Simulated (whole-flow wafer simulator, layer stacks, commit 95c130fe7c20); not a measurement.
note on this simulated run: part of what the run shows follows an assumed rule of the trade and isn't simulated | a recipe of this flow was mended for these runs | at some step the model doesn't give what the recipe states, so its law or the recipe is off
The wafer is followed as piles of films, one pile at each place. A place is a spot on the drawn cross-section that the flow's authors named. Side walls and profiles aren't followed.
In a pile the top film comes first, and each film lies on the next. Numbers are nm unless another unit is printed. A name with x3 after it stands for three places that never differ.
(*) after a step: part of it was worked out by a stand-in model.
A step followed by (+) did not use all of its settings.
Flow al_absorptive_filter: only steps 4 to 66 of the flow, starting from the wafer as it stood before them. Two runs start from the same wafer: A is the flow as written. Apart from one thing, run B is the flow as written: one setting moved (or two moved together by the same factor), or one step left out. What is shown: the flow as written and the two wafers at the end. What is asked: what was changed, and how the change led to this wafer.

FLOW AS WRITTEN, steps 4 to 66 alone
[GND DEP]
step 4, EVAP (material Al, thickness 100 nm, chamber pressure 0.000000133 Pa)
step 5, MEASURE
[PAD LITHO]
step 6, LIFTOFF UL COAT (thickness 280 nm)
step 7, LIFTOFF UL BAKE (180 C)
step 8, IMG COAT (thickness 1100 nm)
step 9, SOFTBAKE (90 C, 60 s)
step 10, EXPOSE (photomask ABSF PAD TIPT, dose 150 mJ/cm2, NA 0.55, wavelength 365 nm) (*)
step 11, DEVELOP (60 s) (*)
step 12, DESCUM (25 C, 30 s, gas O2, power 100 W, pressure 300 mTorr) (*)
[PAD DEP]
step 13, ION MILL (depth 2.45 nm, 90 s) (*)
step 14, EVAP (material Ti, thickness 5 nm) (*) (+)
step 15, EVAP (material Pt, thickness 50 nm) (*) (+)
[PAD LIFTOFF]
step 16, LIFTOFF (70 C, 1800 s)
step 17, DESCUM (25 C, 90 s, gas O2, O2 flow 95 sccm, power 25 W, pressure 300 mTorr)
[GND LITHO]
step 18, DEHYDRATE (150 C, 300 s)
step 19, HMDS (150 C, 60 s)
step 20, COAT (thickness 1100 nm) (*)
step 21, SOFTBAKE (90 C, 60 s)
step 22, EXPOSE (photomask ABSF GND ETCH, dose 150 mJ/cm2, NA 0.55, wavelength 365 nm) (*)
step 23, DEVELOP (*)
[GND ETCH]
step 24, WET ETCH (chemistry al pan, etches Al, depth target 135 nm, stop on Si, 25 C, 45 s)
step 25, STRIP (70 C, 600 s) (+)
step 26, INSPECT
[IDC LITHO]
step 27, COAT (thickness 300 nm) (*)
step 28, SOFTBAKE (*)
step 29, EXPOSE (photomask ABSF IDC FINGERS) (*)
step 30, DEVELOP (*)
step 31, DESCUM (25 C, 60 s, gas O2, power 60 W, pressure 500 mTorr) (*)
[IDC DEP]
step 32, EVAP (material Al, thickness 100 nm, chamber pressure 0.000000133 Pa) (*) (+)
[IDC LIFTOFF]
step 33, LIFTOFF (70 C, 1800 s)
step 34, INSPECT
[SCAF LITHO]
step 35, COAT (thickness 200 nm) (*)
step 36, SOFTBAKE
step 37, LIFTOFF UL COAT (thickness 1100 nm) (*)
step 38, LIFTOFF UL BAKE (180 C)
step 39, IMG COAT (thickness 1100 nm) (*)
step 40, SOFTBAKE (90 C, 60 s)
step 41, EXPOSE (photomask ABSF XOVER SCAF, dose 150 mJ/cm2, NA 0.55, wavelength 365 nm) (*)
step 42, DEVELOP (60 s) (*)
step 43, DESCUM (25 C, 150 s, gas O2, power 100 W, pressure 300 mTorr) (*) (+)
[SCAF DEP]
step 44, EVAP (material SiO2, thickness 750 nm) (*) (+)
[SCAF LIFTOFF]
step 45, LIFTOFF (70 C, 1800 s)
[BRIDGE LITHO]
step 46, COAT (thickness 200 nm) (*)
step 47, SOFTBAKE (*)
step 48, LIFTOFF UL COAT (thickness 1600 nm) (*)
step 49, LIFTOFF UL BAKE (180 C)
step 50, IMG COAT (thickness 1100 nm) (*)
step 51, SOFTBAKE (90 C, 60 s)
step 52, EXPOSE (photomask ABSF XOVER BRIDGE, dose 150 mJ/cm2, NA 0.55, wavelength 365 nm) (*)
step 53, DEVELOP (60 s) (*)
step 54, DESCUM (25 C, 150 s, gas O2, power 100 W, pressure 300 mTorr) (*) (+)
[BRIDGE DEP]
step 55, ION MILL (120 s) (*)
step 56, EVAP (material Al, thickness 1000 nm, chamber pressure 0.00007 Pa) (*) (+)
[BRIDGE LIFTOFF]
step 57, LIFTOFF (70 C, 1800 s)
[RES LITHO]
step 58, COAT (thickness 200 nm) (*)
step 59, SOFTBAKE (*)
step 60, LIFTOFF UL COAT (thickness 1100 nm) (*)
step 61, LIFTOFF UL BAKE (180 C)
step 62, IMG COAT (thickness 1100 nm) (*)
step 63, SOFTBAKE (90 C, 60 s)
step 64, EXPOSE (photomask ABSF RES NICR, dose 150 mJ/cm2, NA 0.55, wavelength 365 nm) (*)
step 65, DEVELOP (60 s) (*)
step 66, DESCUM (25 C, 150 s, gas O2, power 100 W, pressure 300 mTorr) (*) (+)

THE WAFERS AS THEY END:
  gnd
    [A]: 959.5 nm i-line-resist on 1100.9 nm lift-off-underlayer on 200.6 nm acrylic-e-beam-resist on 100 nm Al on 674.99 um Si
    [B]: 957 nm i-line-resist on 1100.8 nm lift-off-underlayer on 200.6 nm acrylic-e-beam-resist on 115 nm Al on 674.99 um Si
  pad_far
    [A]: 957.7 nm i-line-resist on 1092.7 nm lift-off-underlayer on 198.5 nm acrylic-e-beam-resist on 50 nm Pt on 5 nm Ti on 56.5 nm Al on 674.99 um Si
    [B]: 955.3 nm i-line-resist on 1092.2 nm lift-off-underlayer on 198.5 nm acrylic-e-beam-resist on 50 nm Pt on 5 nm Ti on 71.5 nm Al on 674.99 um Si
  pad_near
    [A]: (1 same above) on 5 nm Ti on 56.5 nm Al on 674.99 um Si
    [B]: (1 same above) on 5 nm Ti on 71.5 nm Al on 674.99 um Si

What caused this: step 4, EVAP: thickness 115 nm was run, though the flow has thickness 100 nm.
The wafer itself shows it: gnd has Al 115, and step 4 as written asks for 100 nm.

The path from the change to this, step by step:
  step 4, EVAP (material Al, thickness 100 nm, chamber pressure 0.000000133 Pa)
      gnd, pad_far, pad_near and 11 more: A +100 Al (new film) | B +115 Al (new film)
  step 24, WET ETCH (chemistry al pan, etches Al, depth target 135 nm, stop on Si, 25 C, 45 s)
      res, xl_gap, idc_field, idc_line, idc_space: A -86.7 Al (all of it) | B -101.7 Al (all of it)
  step 27, COAT (thickness 300 nm) (*)
      xl_gap: A +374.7 e-beam-resist (new film) | B +385.9 e-beam-resist (new film)
  step 33, LIFTOFF (70 C, 1800 s)
      res: A -100 Al (all of it), -340.6 e-beam-resist (all of it) | B -100 Al (all of it), -347.6 e-beam-resist (all of it)
      xl_gap: A -100 Al (all of it), -365.7 e-beam-resist (all of it) | B -100 Al (all of it), -376.8 e-beam-resist (all of it)
  step 35, COAT (thickness 200 nm) (*)
      ledge: A +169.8 acrylic-e-beam-resist (new film) | B +165 acrylic-e-beam-resist (new film)
      xl_gap: A +265.9 acrylic-e-beam-resist (new film) | B +275.5 acrylic-e-beam-resist (new film)
  step 43, DESCUM (25 C, 150 s, gas O2, power 100 W, pressure 300 mTorr) (*) (+)
      gnd, pad_far, pad_near and 7 more: A -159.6 i-line-resist | B -165.3 i-line-resist
      xl_gap: A -265.9 acrylic-e-beam-resist (all of it) | B -275.5 acrylic-e-beam-resist (all of it)
  step 45, LIFTOFF (70 C, 1800 s)
      ledge: A -750 SiO2 (all of it), -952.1 i-line-resist (all of it), -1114 lift-off-underlayer (all of it), -169.8 acrylic-e-beam-resist (all of it) | B -750 SiO2 (all of it), -948.4 i-line-resist (all of it), -1115.7 lift-off-underlayer (all of it), -165 acrylic-e-beam-resist (all of it)
  step 46, COAT (thickness 200 nm) (*)
      ledge: A +169.8 acrylic-e-beam-resist (new film) | B +165 acrylic-e-beam-resist (new film)
      xl_gap: A +97.9 acrylic-e-beam-resist (new film) | B +104.2 acrylic-e-beam-resist (new film)
  step 54, DESCUM (25 C, 150 s, gas O2, power 100 W, pressure 300 mTorr) (*) (+)
      xl_gap: A -97.9 acrylic-e-beam-resist (all of it) | B -104.2 acrylic-e-beam-resist (all of it)
  step 57, LIFTOFF (70 C, 1800 s)
      ledge: A -1000 Al (all of it), -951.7 i-line-resist (all of it), -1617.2 lift-off-underlayer (all of it), -169.8 acrylic-e-beam-resist (all of it) | B -1000 Al (all of it), -953.5 i-line-resist (all of it), -1619.4 lift-off-underlayer (all of it), -165 acrylic-e-beam-resist (all of it)
  step 58, COAT (thickness 200 nm) (*)
      ledge: A +169.8 acrylic-e-beam-resist (new film) | B +165 acrylic-e-beam-resist (new film)
      xl_gap: A +123.8 acrylic-e-beam-resist (new film) | B +127.2 acrylic-e-beam-resist (new film)
  step 66, DESCUM (25 C, 150 s, gas O2, power 100 W, pressure 300 mTorr) (*) (+)
      ledge: A -169.8 acrylic-e-beam-resist (all of it) | B -165 acrylic-e-beam-resist (all of it)
